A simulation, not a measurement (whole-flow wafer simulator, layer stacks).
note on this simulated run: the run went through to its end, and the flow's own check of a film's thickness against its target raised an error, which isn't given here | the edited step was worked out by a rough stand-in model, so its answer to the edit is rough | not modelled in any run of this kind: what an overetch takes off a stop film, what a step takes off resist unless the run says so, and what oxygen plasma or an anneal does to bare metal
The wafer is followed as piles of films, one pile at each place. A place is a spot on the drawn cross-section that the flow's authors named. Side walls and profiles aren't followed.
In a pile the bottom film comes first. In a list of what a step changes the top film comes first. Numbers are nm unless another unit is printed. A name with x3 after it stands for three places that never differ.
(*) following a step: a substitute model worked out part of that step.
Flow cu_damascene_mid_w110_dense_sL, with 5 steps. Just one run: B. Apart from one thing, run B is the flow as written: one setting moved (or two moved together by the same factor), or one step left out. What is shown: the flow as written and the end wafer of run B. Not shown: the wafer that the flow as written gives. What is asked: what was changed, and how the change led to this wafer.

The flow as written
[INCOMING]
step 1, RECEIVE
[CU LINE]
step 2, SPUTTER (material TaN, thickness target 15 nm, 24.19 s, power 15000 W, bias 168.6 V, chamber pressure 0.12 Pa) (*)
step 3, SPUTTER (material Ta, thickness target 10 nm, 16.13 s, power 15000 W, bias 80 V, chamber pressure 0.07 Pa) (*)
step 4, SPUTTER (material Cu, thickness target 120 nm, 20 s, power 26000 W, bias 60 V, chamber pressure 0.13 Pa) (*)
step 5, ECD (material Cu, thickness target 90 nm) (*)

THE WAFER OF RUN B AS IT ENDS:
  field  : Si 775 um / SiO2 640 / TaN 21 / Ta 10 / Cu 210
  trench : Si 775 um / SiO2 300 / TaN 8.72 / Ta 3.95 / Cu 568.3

Cause: step 2, SPUTTER: thickness target 21 nm was run, though the flow has thickness target 15 nm.
The wafer itself shows it: field has TaN 21, and step 2 as written asks for 15 nm.

The path from the change to this, step by step:
  step 2, SPUTTER (material TaN, thickness target 15 nm, 24.19 s, power 15000 W, bias 168.6 V, chamber pressure 0.12 Pa) (*)
      field: +21 TaN (new film) (as written it would have been: +15 TaN (new film))
      trench: +8.72 TaN (new film) (as written it would have been: +6.23 TaN (new film))
  step 4, SPUTTER (material Cu, thickness target 120 nm, 20 s, power 26000 W, bias 60 V, chamber pressure 0.13 Pa) (*)
      trench: +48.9 Cu (new film) (as written it would have been: +49.9 Cu (new film))
